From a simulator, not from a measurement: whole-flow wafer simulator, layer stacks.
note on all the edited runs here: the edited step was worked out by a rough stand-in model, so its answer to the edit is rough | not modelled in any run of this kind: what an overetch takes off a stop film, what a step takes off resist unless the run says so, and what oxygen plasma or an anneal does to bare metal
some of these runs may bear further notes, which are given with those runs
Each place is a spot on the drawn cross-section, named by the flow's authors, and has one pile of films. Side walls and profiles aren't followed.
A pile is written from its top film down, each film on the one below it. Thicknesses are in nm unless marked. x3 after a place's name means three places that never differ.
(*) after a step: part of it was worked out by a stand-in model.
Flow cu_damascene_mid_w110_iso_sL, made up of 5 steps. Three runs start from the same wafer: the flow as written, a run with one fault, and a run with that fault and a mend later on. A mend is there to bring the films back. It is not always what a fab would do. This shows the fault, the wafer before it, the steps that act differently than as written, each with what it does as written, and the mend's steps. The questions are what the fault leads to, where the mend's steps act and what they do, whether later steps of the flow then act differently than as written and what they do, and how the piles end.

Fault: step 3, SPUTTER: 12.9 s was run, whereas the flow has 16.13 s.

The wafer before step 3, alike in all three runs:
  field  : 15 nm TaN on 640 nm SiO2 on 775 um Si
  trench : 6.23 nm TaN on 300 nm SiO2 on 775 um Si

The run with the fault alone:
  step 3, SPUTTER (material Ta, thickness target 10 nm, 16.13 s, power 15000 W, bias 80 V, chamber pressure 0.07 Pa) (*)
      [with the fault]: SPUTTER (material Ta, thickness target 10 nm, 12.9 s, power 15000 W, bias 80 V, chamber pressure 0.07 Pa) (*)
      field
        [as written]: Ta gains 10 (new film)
        [with the fault]: Ta gains 8 (new film)
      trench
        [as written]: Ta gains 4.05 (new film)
        [with the fault]: Ta gains 3.24 (new film)
  Every later step of the flow that is run acts as written, at every place that is followed, to within 2% or 0.5 nm, whichever is larger.
  At field, trench, the piles at the end differ from the flow's by more than 2% or 0.5 nm, whichever is larger.
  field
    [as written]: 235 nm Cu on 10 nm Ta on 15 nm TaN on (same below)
    [with the fault]: 235 nm Cu on 8 nm Ta on 15 nm TaN on (same below)
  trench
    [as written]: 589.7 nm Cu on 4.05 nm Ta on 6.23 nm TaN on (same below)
    [with the fault]: 588.5 nm Cu on 3.24 nm Ta on 6.23 nm TaN on (same below)

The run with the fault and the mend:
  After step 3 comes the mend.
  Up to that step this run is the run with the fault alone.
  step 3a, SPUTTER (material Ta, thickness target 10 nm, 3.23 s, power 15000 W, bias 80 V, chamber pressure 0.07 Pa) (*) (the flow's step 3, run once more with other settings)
      field
        Ta gains 2
      trench
        Ta gains 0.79
  Every later step of the flow that is run acts as written at every place that is followed.
  When the end is reached, the piles differ only a little from the flow's at the places that both follow, at most by 2% or 0.5 nm, whichever is larger.
